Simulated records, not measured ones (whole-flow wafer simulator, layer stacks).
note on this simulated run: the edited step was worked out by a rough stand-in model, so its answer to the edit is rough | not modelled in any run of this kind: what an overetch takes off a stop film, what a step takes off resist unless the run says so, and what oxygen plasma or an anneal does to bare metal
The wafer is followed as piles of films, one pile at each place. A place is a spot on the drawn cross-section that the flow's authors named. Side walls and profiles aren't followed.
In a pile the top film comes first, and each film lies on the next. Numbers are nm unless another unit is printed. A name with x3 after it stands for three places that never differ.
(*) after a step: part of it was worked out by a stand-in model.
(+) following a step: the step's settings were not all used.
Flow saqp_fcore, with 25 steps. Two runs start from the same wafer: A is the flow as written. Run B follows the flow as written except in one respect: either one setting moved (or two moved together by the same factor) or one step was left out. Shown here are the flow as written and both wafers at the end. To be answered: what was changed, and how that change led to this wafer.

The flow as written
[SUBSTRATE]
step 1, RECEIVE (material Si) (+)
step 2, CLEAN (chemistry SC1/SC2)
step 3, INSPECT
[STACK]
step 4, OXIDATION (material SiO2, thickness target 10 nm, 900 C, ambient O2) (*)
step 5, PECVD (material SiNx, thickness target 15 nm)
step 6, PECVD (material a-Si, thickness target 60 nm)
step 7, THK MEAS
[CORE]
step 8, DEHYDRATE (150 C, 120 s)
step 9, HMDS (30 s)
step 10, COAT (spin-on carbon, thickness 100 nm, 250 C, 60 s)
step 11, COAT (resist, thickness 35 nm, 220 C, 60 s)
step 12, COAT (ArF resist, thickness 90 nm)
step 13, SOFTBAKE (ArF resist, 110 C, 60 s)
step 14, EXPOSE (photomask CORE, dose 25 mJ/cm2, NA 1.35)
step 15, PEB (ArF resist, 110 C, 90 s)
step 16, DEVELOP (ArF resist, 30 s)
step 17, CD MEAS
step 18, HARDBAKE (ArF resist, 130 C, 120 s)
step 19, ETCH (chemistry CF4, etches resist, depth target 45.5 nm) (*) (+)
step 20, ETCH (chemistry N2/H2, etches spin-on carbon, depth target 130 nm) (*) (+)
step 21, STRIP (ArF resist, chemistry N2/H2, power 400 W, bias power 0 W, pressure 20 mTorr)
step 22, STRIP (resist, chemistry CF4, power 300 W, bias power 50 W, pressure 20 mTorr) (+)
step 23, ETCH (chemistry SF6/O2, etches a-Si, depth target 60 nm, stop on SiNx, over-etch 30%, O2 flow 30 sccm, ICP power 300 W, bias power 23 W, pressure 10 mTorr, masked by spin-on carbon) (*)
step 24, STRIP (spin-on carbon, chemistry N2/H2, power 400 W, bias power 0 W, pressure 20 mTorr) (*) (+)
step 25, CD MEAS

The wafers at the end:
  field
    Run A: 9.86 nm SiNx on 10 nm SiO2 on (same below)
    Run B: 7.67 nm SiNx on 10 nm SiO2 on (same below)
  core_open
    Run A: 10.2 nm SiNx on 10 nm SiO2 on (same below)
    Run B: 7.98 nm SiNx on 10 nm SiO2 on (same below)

Cause: step 23, ETCH: depth target 73.5 nm was run, while the flow as written has depth target 60 nm.

How this came from the change, step by step:
  step 23, ETCH (chemistry SF6/O2, etches a-Si, depth target 60 nm, stop on SiNx, over-etch 30%, O2 flow 30 sccm, ICP power 300 W, bias power 23 W, pressure 10 mTorr, masked by spin-on carbon) (*)
      field: A -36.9 a-Si (all of it), -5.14 SiNx | B -36.9 a-Si (all of it), -7.33 SiNx
      core_open: A -39.4 a-Si (all of it), -4.82 SiNx | B -39.4 a-Si (all of it), -7.02 SiNx
